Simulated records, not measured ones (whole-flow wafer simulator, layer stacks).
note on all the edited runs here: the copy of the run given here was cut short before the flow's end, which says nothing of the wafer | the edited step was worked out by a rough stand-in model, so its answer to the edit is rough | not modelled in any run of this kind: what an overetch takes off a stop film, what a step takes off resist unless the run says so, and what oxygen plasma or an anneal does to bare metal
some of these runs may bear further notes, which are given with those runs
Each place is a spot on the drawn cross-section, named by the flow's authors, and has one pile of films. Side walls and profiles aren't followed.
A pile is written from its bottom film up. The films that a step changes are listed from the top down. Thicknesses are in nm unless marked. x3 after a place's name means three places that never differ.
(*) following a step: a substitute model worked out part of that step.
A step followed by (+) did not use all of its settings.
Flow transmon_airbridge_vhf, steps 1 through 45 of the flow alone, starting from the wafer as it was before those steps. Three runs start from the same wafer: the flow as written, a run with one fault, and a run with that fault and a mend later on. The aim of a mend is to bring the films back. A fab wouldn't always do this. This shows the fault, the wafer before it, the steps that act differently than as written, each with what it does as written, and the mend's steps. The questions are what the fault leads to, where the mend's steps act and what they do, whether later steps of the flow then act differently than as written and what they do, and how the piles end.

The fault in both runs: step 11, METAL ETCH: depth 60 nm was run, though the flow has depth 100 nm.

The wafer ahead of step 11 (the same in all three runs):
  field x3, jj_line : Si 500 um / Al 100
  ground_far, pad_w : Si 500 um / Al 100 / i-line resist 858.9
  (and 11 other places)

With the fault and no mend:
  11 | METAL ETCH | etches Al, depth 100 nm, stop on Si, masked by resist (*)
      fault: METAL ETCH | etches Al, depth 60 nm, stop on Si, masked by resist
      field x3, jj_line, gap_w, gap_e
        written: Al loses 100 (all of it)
        fault: Al loses 60
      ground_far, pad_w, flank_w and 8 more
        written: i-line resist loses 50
        fault: i-line resist loses 30
  Later steps of the flow acting differently than as written (not shown: 14 more steps that differ only slightly, by at most 2% or 0.5 nm, whichever is larger):
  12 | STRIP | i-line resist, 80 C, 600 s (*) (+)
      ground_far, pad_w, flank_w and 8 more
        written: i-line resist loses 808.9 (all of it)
        fault: i-line resist loses 828.9 (all of it)
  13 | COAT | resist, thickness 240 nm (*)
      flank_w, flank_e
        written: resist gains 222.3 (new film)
        fault: resist gains 228.9 (new film)
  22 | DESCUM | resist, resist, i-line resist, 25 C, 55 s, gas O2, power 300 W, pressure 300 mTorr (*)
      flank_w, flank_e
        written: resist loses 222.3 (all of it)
        fault: resist loses 228.9 (all of it)
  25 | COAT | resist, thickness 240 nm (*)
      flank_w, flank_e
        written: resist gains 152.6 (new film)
        fault: resist gains 157 (new film)
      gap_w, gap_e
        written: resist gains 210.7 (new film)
        fault: resist gains 206.4 (new film)
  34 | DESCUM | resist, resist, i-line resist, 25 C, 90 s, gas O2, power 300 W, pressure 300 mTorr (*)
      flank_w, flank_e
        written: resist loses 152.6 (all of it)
        fault: resist loses 157 (all of it)
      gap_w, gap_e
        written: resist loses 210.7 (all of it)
        fault: resist loses 206.4 (all of it)
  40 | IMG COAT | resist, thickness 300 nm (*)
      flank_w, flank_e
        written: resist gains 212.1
        fault: resist gains 218.3
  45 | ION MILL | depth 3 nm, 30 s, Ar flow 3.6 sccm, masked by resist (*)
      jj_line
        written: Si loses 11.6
        fault: Al loses 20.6
  At field x3, jj_line, gap_w, gap_e, the piles at the end differ from the flow's by more than 2% or 0.5 nm, whichever is larger.
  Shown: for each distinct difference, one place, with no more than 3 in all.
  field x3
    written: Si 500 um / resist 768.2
    fault: Si 500 um / Al 40 / resist 768.2
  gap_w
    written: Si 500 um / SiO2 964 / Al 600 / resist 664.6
    fault: Si 500 um / Al 40 / SiO2 964 / Al 600 / resist 653.5
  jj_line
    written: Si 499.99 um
    fault: Si 500 um / Al 19.4

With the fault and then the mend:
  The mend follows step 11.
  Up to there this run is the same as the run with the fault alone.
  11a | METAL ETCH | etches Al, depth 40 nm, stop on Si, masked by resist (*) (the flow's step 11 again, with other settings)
      ground_far, pad_w, flank_w and 8 more
        i-line resist loses 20
      field x3, jj_line, gap_w, gap_e
        Al loses 40 (all of it)
  Later steps of the flow that are run all act as written at every place that is followed.
  At every place that both follow, the piles at the end match the flow's.
